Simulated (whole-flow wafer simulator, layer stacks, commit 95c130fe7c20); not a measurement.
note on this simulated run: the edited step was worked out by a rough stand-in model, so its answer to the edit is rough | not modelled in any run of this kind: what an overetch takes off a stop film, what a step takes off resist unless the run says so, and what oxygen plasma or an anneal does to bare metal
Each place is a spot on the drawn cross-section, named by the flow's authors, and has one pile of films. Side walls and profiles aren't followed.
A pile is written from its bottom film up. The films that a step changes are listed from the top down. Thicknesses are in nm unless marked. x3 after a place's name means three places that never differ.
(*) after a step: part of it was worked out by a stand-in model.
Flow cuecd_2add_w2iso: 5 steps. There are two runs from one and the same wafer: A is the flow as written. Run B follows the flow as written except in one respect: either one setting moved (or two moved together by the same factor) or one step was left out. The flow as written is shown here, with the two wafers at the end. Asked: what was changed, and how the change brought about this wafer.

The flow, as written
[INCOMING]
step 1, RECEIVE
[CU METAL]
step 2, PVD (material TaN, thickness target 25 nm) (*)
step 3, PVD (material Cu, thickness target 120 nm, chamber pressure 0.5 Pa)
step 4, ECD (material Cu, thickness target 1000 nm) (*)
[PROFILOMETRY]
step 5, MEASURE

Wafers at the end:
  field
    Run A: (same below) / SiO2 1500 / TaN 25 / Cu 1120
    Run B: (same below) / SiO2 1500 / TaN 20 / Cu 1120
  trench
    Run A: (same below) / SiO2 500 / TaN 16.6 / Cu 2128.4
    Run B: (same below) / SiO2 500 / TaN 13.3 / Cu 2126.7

What caused this: step 2, PVD: thickness target 20 nm was run, while the flow as written has thickness target 25 nm.
The wafer itself shows it: field has TaN 20, and step 2 as written asks for 25 nm.

The path from the change to this, step by step:
  step 2, PVD (material TaN, thickness target 25 nm) (*)
      field: A TaN gains 25 (new film) | B TaN gains 20 (new film)
      trench: A TaN gains 16.6 (new film) | B TaN gains 13.3 (new film)
